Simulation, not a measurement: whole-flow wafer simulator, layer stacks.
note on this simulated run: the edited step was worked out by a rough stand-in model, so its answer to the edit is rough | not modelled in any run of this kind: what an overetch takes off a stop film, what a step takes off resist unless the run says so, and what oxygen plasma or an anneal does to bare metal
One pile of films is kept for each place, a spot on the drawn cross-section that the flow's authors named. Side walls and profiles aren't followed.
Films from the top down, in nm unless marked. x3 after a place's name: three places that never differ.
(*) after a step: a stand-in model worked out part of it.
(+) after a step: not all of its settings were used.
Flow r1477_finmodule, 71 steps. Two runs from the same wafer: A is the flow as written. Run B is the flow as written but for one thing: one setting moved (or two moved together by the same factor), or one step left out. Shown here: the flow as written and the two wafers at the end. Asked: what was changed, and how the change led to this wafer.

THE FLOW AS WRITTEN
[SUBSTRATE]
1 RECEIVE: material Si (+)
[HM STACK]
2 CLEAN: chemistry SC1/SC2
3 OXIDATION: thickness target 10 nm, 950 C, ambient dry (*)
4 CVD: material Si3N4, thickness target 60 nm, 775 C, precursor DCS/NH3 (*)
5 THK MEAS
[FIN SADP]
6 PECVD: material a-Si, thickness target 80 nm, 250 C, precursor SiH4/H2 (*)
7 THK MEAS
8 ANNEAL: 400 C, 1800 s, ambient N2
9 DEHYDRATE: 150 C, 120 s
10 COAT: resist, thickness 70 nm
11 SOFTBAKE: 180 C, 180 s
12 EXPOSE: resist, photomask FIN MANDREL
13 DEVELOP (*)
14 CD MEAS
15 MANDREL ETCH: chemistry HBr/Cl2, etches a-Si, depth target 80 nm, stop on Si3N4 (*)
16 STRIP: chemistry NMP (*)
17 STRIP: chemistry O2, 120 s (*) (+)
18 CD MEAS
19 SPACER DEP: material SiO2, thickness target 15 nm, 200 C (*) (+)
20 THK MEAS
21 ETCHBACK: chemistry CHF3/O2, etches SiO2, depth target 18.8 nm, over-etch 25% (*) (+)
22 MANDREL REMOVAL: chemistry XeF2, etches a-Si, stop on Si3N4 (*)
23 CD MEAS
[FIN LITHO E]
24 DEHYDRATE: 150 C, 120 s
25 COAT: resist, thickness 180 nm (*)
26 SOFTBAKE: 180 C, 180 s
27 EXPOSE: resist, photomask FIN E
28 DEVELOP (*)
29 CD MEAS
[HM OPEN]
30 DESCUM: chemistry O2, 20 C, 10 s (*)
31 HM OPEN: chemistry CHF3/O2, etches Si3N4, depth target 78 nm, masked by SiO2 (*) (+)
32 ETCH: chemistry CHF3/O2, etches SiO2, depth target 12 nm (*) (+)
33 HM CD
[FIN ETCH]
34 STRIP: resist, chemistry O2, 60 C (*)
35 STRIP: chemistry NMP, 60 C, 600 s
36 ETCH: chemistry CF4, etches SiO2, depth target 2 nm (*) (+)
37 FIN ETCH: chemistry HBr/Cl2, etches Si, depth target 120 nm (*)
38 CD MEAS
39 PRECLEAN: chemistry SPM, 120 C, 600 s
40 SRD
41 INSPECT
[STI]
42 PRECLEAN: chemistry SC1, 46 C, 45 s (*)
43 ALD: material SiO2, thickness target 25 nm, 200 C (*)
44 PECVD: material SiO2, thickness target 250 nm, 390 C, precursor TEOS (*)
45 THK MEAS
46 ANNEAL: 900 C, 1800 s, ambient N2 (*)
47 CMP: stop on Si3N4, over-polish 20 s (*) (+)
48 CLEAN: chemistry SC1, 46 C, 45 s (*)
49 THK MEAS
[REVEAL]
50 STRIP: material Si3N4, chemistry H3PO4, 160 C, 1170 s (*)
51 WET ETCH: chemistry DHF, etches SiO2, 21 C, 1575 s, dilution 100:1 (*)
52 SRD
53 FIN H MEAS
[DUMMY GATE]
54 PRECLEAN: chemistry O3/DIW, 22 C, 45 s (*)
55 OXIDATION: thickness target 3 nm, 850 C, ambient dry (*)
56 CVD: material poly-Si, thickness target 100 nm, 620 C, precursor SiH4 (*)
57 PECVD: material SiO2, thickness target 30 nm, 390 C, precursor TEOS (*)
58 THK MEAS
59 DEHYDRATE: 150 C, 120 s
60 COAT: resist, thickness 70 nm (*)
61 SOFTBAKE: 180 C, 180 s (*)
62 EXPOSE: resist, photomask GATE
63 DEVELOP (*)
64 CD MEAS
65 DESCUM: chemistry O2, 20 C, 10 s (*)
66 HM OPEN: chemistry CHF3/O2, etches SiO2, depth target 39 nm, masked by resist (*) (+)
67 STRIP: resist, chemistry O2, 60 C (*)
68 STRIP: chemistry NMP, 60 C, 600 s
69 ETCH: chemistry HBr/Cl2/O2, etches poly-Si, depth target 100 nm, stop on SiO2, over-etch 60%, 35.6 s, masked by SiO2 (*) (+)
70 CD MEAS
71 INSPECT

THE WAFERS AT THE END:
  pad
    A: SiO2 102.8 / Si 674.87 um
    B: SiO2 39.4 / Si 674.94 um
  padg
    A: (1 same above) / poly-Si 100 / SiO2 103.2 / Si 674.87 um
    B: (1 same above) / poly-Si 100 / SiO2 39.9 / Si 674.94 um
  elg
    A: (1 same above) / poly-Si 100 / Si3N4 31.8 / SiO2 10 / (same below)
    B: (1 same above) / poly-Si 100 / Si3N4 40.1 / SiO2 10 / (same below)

The cause: step 37, FIN ETCH: depth target 56.4 nm was run, where the flow has depth target 120 nm.

How the change led to this, step by step:
  37 FIN ETCH: chemistry HBr/Cl2, etches Si, depth target 120 nm (*)
      pad, padg, esg and 19 more: A Si -120 | B Si -56.4
      elg, e40lg, e100lg, e200lg, elo, e40lo, e100lo, e200lo: A Si3N4 -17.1 | B Si3N4 -8.06
      (and at 6 more places)
  43 ALD: material SiO2, thickness target 25 nm, 200 C (*)
      s40cg, s45cg, s50cg, s40co, s45co, s50co: A SiO2 +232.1 (new film) | B SiO2 +173.4 (new film)
      esg: A SiO2 +194.3 (new film) | B SiO2 +139.7 (new film)
  47 CMP: stop on Si3N4, over-polish 20 s (*) (+)
      pad, padg, e40sg and 11 more: A SiO2 -71.8 | B SiO2 -135.4
      elg, esg, e40lg and 6 more: A SiO2 -241.6 | B SiO2 -250.7
      (and at 1 more place)
  51 WET ETCH: chemistry DHF, etches SiO2, 21 C, 1575 s, dilution 100:1 (*)
      elg, e40lg, e100lg, e200lg, elo, e40lo, e100lo, e200lo: A SiO2 -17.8 (all of it), Si3N4 -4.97 | B SiO2 -8.76 (all of it), Si3N4 -5.71
  56 CVD: material poly-Si, thickness target 100 nm, 620 C, precursor SiH4 (*)
      esg: A poly-Si +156 (new film) | B poly-Si +164.3 (new film)
  60 COAT: resist, thickness 70 nm (*)
      e40sg, eso, e40so: A resist +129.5 (new film) | B resist +137.3 (new film)
      e100sg, e100so: A resist +129.4 (new film) | B resist +137.2 (new film)
      (and at 2 more places)
  63 DEVELOP (*)
      eso, e40so: A resist -129.5 (all of it) | B resist -137.3 (all of it)
      e100so: A resist -129.4 (all of it) | B resist -137.2 (all of it)
      (and at 1 more place)
  67 STRIP: resist, chemistry O2, 60 C (*)
      e40sg: A resist -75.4 (all of it) | B resist -83.2 (all of it)
      e100sg: A resist -75.3 (all of it) | B resist -83.1 (all of it)
      (and at 1 more place)
